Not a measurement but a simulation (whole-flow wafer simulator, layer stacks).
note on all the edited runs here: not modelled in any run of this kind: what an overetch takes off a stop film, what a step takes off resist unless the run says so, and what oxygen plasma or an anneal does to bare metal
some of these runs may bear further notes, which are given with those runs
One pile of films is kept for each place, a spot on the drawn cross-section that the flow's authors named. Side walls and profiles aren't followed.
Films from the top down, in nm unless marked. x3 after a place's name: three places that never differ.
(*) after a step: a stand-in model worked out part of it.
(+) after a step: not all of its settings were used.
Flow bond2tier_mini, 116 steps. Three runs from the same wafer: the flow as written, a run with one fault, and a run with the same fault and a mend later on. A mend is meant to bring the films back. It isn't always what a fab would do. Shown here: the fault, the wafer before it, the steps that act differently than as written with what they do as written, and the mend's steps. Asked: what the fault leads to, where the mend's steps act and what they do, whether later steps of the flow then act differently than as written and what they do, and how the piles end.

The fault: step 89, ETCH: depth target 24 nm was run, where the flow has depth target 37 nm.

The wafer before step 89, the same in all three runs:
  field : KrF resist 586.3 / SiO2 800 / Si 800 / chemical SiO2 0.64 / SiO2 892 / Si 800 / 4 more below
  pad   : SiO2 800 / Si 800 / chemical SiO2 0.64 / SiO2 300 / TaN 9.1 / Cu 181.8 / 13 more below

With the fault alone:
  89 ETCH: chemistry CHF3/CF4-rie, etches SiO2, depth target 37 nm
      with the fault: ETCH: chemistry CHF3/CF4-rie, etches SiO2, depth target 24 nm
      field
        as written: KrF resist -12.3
        with the fault: KrF resist -8
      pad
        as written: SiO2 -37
        with the fault: SiO2 -24
  Later steps of the flow that act differently than as written (5 more steps differ only slightly, by at most 2% or 0.5 nm, whichever is larger, and aren't shown):
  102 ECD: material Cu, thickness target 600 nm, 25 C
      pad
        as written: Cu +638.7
        with the fault: Cu +625.1
  At the end the piles differ from the flow's by more than 2% or 0.5 nm, whichever is larger, at pad.
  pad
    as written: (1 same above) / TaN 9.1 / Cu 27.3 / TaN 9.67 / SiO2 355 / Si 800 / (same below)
    with the fault: (1 same above) / TaN 9.1 / Cu 14.2 / TaN 9.79 / SiO2 368 / Si 800 / (same below)

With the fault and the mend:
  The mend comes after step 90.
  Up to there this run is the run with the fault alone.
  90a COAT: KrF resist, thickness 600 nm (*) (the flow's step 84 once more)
      field
        KrF resist +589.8 (new film)
      pad
        KrF resist +610.6 (new film)
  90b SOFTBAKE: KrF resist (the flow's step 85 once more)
      changes no film at any place that is followed
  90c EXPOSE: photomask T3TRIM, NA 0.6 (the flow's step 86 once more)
      changes no film at any place that is followed
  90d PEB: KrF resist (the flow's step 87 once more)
      changes no film at any place that is followed
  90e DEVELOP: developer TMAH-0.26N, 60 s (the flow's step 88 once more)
      field
        KrF resist -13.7
      pad
        KrF resist -610.6 (all of it)
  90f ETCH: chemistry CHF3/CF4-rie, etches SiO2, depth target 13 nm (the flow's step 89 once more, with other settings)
      field
        KrF resist -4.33
      pad
        SiO2 -13
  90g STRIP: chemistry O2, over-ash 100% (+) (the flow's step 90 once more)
      field
        KrF resist -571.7 (all of it)
  No later step of the flow acts differently than as written at any place that is followed.
  At the end the piles are the same as the flow's at every place that both follow.
